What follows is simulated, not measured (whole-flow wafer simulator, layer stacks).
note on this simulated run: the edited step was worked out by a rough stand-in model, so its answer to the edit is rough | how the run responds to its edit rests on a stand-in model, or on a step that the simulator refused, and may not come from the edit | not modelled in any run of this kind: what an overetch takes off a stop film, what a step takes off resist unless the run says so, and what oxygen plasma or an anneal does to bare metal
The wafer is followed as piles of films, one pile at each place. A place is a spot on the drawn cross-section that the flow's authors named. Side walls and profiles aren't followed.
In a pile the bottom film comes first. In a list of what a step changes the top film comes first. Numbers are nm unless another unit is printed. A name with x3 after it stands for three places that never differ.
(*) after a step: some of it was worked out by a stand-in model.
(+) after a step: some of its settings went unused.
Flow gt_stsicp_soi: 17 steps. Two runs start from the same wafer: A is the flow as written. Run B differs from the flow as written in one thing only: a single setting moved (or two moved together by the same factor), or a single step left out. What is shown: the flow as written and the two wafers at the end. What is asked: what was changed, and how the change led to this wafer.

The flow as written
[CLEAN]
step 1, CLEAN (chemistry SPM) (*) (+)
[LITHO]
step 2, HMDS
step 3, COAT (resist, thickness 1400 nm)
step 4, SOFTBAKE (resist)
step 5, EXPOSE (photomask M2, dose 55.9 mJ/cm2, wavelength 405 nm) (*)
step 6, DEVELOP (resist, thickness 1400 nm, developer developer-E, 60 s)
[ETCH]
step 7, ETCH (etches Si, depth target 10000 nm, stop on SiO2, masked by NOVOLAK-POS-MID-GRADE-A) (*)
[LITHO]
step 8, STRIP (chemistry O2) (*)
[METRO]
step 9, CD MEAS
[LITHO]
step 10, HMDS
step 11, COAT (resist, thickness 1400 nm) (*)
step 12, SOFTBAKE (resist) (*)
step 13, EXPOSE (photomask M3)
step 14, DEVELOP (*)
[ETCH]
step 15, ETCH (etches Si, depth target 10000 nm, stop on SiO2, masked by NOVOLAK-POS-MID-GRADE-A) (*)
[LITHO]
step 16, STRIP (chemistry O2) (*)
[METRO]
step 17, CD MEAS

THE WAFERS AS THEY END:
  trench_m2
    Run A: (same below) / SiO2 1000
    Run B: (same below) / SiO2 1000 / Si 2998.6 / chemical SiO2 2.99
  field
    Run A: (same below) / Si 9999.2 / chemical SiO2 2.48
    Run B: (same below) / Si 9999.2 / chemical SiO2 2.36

Cause: step 7, ETCH: depth target 7000 nm was run, while the flow as written has depth target 10000 nm.

How this came from the change, step by step:
  step 7, ETCH (etches Si, depth target 10000 nm, stop on SiO2, masked by NOVOLAK-POS-MID-GRADE-A) (*)
      trench_m2: A chemical SiO2 loses 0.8 (all of it), Si loses 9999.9 (all of it) | B chemical SiO2 loses 0.8 (all of it), Si loses 7000
      field, trench_m3: A resist loses 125 | B resist loses 87.5
  step 8, STRIP (chemistry O2) (*)
      trench_m2: A nothing | B chemical SiO2 gains 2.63 (new film), Si loses 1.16
      field, trench_m3: A resist loses 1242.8 (all of it), chemical SiO2 gains 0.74, Si loses 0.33 | B resist loses 1280.3 (all of it), chemical SiO2 gains 0.75, Si loses 0.33
  step 11, COAT (resist, thickness 1400 nm) (*)
      trench_m2: A resist gains 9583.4 (new film) | B resist gains 7191.9 (new film)
  step 12, SOFTBAKE (resist) (*)
      field: A nothing | B resist gains 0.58
      trench_m2: A nothing | B resist gains 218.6
      (also at 1 further place)
  step 14, DEVELOP (*)
      trench_m3: A resist loses 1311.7 (all of it) | B resist loses 1343.5 (all of it)
  step 16, STRIP (chemistry O2) (*)
      trench_m2: A resist loses 9458.4 (all of it) | B resist loses 7285.4 (all of it), chemical SiO2 gains 0.36, Si loses 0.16
